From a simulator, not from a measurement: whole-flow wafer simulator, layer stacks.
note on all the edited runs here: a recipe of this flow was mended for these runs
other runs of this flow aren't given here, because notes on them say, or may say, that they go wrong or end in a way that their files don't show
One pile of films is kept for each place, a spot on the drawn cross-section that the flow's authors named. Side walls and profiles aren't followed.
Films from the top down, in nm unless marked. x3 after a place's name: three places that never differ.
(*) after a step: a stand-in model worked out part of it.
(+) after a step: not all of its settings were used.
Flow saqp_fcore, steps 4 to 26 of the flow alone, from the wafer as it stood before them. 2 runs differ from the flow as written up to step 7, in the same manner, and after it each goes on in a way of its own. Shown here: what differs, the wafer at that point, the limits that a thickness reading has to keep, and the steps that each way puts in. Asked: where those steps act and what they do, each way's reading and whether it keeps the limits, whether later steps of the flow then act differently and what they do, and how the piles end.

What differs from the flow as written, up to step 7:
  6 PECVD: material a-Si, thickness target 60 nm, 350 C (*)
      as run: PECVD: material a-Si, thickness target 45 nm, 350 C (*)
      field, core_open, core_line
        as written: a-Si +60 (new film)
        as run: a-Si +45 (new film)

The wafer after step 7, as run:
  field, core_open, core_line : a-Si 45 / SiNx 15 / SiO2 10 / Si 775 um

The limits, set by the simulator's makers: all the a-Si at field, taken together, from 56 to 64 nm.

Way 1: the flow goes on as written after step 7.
  The reading after step 7: 45 nm, outside the limits.
  Later steps of the flow that act differently than as written:
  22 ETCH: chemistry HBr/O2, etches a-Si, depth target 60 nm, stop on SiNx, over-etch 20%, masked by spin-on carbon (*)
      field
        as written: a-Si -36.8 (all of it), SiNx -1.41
        this way: a-Si -21.8 (all of it), SiNx -2.01
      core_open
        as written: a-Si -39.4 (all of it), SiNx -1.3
        this way: a-Si -24.4 (all of it), SiNx -1.9
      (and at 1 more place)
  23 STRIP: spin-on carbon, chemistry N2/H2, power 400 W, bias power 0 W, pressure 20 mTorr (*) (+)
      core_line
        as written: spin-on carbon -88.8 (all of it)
        this way: spin-on carbon -92.4 (all of it)
  At the end the piles differ from the flow's by more than 2% or 0.5 nm, whichever is larger, at field, core_open, core_line.
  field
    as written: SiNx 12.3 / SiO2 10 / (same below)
    this way: SiNx 11.7 / SiO2 10 / (same below)
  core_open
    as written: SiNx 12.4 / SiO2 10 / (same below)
    this way: SiNx 11.8 / SiO2 10 / (same below)
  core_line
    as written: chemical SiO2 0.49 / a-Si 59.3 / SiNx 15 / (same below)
    this way: chemical SiO2 0.49 / a-Si 44.3 / SiNx 15 / (same below)

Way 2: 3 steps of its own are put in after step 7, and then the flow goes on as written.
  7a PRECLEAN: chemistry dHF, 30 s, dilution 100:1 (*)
      changes no film at any place that is followed
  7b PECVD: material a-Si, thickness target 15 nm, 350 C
      field, core_open, core_line
        a-Si +15
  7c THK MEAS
      changes no film at any place that is followed
  The reading after step 7c: 60 nm, within the limits.
  No later step of the flow acts differently than as written at any place that is followed.
  At the end the piles are the same as the flow's at every place that both follow.

Within the limits: way 2. Outside them: way 1.
